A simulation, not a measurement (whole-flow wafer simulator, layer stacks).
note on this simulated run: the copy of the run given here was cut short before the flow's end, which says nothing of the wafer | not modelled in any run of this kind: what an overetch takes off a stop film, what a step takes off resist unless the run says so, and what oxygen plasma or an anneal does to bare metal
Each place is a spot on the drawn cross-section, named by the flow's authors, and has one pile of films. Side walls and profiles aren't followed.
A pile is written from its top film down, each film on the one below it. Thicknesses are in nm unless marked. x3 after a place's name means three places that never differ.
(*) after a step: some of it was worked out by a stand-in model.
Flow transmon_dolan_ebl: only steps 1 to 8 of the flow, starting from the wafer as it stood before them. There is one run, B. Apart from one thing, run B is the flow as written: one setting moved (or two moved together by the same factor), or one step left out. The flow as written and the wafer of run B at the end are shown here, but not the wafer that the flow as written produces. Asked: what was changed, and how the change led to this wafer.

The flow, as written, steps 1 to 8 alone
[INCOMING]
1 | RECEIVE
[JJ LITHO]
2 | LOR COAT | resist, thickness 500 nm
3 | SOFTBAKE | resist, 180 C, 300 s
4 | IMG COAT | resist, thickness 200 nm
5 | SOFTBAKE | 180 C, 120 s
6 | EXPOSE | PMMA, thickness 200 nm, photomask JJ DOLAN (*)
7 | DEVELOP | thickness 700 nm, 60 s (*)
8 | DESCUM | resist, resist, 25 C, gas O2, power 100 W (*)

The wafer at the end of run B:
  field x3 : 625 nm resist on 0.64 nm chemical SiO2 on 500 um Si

Cause: step 4, IMG COAT: thickness 140 nm was run, though the flow has thickness 200 nm.

The path from the change to this, step by step:
  4 | IMG COAT | resist, thickness 200 nm
      field x3, jj_line: +140 resist (in the flow as written it would be: +200 resist)
  7 | DEVELOP | thickness 700 nm, 60 s (*)
      jj_line: -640 resist (all of it) (in the flow as written it would be: -700 resist (all of it))
